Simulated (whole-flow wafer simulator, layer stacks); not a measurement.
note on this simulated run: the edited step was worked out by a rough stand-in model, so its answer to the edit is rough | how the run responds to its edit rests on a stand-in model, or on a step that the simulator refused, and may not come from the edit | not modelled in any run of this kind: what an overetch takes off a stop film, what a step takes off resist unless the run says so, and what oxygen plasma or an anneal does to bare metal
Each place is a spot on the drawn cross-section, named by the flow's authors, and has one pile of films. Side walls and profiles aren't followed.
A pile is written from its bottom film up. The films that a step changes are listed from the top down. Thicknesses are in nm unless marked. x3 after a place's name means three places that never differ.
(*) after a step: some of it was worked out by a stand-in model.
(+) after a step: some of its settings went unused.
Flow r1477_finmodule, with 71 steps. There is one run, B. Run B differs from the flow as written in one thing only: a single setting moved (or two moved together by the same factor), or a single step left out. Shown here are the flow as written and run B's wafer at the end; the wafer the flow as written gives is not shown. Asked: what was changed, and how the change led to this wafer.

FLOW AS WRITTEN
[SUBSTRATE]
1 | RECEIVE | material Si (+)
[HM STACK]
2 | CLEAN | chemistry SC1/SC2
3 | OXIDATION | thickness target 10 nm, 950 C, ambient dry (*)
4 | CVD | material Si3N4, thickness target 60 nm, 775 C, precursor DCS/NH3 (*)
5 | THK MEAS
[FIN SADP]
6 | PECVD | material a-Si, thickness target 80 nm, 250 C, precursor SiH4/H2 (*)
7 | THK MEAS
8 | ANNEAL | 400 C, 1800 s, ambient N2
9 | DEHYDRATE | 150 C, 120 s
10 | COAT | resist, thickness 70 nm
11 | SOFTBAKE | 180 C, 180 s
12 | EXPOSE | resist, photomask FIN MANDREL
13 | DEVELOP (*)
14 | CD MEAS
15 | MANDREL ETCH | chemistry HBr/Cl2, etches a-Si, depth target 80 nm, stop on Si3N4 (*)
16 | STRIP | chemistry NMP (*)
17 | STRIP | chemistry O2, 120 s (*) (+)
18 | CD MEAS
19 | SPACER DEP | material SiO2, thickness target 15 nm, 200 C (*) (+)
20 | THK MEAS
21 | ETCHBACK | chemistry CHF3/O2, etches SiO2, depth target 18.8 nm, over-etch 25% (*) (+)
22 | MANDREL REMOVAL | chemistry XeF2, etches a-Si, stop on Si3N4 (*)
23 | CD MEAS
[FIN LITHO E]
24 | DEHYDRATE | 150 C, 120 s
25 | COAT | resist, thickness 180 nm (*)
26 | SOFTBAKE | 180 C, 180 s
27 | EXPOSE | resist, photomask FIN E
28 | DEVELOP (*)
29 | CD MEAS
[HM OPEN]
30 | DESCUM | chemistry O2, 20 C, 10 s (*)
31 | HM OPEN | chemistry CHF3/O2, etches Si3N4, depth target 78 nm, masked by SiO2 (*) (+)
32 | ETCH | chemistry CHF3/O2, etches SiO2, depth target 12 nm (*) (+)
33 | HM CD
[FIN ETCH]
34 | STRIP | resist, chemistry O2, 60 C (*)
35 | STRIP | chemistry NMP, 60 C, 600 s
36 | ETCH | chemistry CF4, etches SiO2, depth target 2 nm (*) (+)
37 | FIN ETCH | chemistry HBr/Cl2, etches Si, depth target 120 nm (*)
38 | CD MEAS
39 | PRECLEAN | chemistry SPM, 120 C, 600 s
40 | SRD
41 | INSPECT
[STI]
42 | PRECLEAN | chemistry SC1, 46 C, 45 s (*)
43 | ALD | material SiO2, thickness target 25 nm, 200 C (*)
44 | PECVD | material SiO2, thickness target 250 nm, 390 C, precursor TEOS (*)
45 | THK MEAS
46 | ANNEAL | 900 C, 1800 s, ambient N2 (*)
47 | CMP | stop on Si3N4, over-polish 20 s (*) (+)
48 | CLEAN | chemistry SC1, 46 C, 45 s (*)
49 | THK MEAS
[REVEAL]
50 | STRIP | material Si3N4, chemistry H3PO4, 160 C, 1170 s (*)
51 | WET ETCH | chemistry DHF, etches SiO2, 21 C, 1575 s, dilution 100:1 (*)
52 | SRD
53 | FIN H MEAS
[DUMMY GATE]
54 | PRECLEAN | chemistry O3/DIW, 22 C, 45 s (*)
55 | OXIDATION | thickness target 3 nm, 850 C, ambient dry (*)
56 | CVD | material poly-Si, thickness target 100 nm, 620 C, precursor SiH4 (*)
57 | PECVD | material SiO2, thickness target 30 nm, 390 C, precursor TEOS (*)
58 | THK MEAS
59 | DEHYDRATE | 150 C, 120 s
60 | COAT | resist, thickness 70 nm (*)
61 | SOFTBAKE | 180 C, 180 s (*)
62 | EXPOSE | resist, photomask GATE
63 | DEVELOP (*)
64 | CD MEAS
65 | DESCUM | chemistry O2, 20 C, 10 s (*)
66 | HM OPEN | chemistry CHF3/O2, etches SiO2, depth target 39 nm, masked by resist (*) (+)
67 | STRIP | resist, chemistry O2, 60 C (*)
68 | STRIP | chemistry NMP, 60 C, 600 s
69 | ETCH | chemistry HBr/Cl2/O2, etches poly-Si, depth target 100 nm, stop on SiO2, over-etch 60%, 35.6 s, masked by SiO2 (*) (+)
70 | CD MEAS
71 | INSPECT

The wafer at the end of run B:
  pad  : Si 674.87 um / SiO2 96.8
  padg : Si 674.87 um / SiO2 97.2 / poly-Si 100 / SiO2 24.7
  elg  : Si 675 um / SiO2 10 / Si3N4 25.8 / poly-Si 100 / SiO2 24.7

Cause: step 4, CVD: thickness target 54 nm was run, though the flow has thickness target 60 nm.

The path from the change to this, step by step:
  4 | CVD | material Si3N4, thickness target 60 nm, 775 C, precursor DCS/NH3 (*)
      pad, padg, elg and 33 more: Si3N4 gains 54 (new film) (as written it would have been: Si3N4 gains 60 (new film))
  31 | HM OPEN | chemistry CHF3/O2, etches Si3N4, depth target 78 nm, masked by SiO2 (*) (+)
      s40cg, s45cg, s50cg, s40co, s45co, s50co: Si3N4 loses 54 (all of it), SiO2 loses 10 (all of it) (as written it would have been: Si3N4 loses 60 (all of it), SiO2 loses 9)
      pad, padg, esg and 13 more: Si3N4 loses 50.4 (all of it), SiO2 loses 10 (all of it) (as written it would have been: Si3N4 loses 56.4 (all of it), SiO2 loses 10 (all of it))
      (and at 14 other places as well)
  32 | ETCH | chemistry CHF3/O2, etches SiO2, depth target 12 nm (*) (+)
      s40cg, s40co: Si loses 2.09 (as written it would have been: SiO2 loses 1 (all of it), Si loses 2.2)
      s45cg, s45co: Si loses 2.13 (as written it would have been: SiO2 loses 1 (all of it), Si loses 2.2)
      (and at 2 other places as well)
  34 | STRIP | resist, chemistry O2, 60 C (*)
      elg, e40lg, e100lg, e200lg, elo, e40lo, e100lo, e200lo: resist loses 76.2 (all of it) (as written it would have been: resist loses 73.8 (all of it))
  43 | ALD | material SiO2, thickness target 25 nm, 200 C (*)
      s40cg, s45cg, s40co, s45co: SiO2 gains 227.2 (new film) (as written it would have been: SiO2 gains 232.1 (new film))
      s50cg, s50co: SiO2 gains 227.3 (new film) (as written it would have been: SiO2 gains 232.1 (new film))
      (and at 1 other place as well)
  47 | CMP | stop on Si3N4, over-polish 20 s (*) (+)
      pad, padg, e40sg and 11 more: SiO2 loses 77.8 (as written it would have been: SiO2 loses 71.8)
      eso: SiO2 loses 78.4 (as written it would have been: SiO2 loses 72.4)
  50 | STRIP | material Si3N4, chemistry H3PO4, 160 C, 1170 s (*)
      s40sg_line, s45sg_line, s50sg_line, s40so_line, s45so_line, s50so_line: Si3N4 loses 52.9 (all of it), SiO2 loses 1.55 (as written it would have been: Si3N4 loses 58.9 (all of it), SiO2 loses 1.37)
  56 | CVD | material poly-Si, thickness target 100 nm, 620 C, precursor SiH4 (*)
      s40cg, s40co: poly-Si gains 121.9 (new film) (as written it would have been: poly-Si gains 113.9 (new film))
      s45cg, s45co: poly-Si gains 119.4 (new film) (as written it would have been: poly-Si gains 113.4 (new film))
      (and at 2 other places as well)
  60 | COAT | resist, thickness 70 nm (*)
      s40cg, s40co: resist gains 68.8 (new film) (as written it would have been: resist gains 70.6 (new film))
      s40sg, s40so: resist gains 97.3 (new film) (as written it would have been: resist gains 91 (new film))
      (and at 4 other places as well)
  63 | DEVELOP (*)
      s40co: resist loses 68.8 (all of it) (as written it would have been: resist loses 70.6 (all of it))
      s40so: resist loses 97.3 (all of it) (as written it would have been: resist loses 91 (all of it))
      (and at 2 other places as well)
  67 | STRIP | resist, chemistry O2, 60 C (*)
      s40cg: resist loses 14.7 (all of it) (as written it would have been: resist loses 16.5 (all of it))
      s40sg: resist loses 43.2 (all of it) (as written it would have been: resist loses 36.9 (all of it))
      (and at 2 other places as well)
  69 | ETCH | chemistry HBr/Cl2/O2, etches poly-Si, depth target 100 nm, stop on SiO2, over-etch 60%, 35.6 s, masked by SiO2 (*) (+)
      s40co: chemical SiO2 loses 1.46 (all of it), poly-Si loses 119.5 (all of it), SiO2 loses 0.2 (as written it would have been: chemical SiO2 loses 1.46 (all of it), poly-Si loses 111.5 (all of it), SiO2 loses 0.24)
      s45co: chemical SiO2 loses 1.46 (all of it), poly-Si loses 116.9 (all of it), SiO2 loses 0.22 (as written it would have been: chemical SiO2 loses 1.46 (all of it), poly-Si loses 110.9 (all of it), SiO2 loses 0.25)
      (and at 1 other place as well)
